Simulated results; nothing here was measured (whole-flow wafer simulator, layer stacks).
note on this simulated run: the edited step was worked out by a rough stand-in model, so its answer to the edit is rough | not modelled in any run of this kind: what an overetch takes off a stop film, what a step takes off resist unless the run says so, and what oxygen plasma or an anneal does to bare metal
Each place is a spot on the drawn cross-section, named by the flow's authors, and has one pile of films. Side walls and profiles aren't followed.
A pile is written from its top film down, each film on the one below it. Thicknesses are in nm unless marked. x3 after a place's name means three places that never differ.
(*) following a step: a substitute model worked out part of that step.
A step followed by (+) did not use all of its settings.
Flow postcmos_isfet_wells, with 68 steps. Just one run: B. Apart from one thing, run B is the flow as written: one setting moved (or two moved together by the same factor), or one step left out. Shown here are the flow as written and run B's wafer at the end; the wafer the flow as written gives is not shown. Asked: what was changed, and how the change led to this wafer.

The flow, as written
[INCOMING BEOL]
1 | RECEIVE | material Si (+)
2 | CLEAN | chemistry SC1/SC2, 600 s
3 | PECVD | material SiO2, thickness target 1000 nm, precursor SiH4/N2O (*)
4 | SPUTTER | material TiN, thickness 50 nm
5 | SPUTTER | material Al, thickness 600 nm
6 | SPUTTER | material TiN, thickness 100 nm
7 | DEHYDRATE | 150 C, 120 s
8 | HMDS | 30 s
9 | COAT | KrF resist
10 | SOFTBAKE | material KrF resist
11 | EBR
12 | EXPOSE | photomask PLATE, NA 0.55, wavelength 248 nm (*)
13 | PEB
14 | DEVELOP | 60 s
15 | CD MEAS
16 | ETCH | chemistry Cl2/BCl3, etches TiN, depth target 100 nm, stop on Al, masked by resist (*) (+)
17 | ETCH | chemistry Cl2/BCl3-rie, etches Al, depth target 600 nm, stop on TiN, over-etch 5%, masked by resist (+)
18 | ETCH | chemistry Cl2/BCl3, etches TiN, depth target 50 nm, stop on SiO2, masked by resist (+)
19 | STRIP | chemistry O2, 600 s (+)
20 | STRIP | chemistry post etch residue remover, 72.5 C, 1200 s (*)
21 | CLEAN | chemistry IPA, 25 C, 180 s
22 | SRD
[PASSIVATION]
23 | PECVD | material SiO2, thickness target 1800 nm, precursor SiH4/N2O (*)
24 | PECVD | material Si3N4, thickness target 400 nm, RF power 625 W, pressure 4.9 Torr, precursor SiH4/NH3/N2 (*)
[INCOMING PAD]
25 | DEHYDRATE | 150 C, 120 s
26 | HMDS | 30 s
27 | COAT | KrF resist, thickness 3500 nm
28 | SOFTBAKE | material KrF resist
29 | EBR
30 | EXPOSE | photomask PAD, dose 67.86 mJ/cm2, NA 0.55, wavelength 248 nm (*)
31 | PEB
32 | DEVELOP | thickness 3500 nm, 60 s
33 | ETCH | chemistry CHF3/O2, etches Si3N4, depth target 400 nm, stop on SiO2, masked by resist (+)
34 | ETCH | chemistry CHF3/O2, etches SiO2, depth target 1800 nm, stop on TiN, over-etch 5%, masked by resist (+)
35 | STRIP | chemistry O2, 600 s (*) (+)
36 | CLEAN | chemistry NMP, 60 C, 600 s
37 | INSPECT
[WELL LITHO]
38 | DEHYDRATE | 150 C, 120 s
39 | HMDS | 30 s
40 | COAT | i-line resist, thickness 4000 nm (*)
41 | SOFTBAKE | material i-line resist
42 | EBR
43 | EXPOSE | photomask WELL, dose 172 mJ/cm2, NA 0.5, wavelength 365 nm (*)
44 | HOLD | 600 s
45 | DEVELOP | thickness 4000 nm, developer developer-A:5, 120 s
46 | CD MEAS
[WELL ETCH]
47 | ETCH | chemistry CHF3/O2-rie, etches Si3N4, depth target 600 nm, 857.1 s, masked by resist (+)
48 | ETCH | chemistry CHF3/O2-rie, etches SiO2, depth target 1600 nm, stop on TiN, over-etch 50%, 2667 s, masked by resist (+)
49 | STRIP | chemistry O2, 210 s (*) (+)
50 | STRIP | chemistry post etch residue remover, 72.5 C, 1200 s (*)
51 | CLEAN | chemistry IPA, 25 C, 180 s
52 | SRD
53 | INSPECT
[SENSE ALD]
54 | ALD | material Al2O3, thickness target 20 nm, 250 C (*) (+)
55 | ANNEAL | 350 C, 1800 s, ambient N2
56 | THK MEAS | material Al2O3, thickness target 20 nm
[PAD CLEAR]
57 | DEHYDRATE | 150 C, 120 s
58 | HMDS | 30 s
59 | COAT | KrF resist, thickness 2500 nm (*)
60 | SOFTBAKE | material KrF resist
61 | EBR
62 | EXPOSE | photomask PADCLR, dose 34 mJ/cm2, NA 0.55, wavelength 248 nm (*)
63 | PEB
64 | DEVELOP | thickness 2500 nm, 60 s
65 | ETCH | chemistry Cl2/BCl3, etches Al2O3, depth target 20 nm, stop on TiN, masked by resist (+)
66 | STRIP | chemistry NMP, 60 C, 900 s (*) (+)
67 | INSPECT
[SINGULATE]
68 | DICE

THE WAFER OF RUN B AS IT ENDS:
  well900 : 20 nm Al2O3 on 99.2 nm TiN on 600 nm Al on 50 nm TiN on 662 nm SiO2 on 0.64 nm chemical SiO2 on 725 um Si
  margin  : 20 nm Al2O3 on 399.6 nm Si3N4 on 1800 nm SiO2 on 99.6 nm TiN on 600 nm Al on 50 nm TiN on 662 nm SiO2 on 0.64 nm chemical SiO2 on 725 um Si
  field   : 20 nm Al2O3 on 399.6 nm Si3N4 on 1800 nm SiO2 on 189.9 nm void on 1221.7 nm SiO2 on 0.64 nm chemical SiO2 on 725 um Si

Cause: step 3, PECVD: thickness target 662 nm was run, while the flow as written has thickness target 1000 nm.
The wafer lets one read it off: well900 has SiO2 662, and step 3 as written asks for 1000 nm.

Step by step, how the change led to this:
  3 | PECVD | material SiO2, thickness target 1000 nm, precursor SiH4/N2O (*)
      field, margin, well900, well1300 x3, pad_rim, pad_clr, pad_open: SiO2 gains 662 (new film) (as written it would have been: SiO2 gains 1000 (new film))
